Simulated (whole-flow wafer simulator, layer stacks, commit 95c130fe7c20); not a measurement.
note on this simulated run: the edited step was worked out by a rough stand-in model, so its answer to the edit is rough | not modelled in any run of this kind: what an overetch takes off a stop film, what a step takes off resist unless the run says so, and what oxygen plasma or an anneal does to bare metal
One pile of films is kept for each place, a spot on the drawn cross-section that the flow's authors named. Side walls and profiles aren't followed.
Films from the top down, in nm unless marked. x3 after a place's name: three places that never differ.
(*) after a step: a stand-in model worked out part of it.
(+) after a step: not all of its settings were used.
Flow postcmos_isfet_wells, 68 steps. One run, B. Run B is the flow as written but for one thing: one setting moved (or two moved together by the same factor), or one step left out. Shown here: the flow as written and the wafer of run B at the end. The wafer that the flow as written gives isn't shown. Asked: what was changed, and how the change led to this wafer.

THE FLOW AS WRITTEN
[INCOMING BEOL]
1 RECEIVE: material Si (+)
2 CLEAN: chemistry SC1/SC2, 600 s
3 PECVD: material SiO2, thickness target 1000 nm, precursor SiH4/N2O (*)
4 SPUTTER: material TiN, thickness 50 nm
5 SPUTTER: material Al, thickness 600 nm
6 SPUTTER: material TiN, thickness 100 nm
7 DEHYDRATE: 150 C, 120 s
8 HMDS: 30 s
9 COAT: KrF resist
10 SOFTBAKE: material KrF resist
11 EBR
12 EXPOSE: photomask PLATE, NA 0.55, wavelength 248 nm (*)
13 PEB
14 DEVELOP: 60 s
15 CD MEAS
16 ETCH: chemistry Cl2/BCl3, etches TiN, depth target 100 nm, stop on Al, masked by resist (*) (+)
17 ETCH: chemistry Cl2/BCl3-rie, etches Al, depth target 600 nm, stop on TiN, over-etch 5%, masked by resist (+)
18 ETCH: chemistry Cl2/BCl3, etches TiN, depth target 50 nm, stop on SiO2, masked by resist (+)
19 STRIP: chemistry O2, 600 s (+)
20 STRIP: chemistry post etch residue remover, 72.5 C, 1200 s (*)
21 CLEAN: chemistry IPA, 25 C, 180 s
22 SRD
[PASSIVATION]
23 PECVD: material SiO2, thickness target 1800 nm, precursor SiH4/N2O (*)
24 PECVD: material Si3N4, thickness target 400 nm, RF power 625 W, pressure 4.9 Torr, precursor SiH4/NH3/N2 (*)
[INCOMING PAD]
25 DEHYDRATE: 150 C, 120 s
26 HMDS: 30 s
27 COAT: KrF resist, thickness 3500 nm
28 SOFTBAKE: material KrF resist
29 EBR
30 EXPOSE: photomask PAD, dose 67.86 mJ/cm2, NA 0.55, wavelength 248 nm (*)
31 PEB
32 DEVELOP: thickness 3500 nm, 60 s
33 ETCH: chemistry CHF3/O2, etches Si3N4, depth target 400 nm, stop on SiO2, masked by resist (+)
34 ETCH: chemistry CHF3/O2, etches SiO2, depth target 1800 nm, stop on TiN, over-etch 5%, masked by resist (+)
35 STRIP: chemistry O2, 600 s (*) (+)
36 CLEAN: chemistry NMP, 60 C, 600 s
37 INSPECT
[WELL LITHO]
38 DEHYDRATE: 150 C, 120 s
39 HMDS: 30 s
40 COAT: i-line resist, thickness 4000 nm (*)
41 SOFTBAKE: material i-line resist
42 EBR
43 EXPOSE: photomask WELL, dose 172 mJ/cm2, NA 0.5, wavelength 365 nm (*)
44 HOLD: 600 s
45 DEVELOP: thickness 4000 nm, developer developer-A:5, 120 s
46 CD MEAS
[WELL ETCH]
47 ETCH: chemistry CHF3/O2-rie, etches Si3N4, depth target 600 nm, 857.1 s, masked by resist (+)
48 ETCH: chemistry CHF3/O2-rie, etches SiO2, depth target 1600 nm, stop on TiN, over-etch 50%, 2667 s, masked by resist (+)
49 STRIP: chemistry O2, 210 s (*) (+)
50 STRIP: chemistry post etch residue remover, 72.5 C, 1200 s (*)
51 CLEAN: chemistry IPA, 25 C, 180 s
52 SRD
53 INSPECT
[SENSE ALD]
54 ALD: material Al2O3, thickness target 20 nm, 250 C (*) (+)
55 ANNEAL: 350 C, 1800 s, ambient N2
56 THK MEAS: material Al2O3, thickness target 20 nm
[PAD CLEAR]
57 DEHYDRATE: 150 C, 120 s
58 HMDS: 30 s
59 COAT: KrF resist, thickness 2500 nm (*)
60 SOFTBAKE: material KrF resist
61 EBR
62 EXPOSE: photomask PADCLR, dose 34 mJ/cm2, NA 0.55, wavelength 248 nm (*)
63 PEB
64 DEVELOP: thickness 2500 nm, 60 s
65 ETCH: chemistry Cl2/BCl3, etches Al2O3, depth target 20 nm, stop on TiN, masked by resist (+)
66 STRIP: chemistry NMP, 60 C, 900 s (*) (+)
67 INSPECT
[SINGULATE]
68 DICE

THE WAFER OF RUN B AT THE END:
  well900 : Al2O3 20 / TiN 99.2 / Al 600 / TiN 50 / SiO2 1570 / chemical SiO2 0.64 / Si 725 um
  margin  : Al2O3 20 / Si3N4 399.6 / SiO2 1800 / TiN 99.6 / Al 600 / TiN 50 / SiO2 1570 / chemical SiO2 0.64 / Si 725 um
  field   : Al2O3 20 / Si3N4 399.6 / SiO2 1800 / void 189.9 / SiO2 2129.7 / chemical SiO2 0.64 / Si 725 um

The cause: step 3, PECVD: thickness target 1570 nm was run, where the flow has thickness target 1000 nm.
It can be read off the wafer: well900 has SiO2 1570, and step 3 as written asks for 1000 nm.

How the change led to this, step by step:
  3 PECVD: material SiO2, thickness target 1000 nm, precursor SiH4/N2O (*)
      field, margin, well900, well1300 x3, pad_rim, pad_clr, pad_open: SiO2 +1570 (new film) (as written it would be: SiO2 +1000 (new film))
